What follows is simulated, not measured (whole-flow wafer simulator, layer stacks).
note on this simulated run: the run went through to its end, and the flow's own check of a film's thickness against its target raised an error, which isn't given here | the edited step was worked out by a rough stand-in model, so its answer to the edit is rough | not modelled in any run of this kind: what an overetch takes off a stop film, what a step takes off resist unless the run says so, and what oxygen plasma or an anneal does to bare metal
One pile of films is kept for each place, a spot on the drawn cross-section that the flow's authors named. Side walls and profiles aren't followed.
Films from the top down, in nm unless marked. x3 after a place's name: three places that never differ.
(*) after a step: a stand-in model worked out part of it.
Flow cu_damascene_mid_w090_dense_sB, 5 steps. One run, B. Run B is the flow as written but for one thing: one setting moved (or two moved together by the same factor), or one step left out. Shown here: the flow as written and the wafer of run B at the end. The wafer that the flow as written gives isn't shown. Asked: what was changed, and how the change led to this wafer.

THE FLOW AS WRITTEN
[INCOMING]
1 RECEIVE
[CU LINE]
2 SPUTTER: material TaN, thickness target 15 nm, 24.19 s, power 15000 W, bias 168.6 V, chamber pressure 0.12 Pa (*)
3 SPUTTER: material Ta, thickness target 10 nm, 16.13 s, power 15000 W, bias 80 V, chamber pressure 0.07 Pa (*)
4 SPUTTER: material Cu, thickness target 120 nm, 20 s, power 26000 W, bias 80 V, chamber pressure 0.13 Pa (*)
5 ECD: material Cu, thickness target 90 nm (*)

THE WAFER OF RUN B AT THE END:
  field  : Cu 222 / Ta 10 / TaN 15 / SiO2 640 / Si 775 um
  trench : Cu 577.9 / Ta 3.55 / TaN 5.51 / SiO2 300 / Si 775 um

The cause: step 4, SPUTTER: thickness target 132 nm was run, where the flow has thickness target 120 nm; step 4, SPUTTER: 22 s was run, where the flow has 20 s.

How the change led to this, step by step:
  4 SPUTTER: material Cu, thickness target 120 nm, 20 s, power 26000 W, bias 80 V, chamber pressure 0.13 Pa (*)
      field: Cu +132 (new film) (as written it would be: Cu +120 (new film))
      trench: Cu +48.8 (new film) (as written it would be: Cu +44.3 (new film))
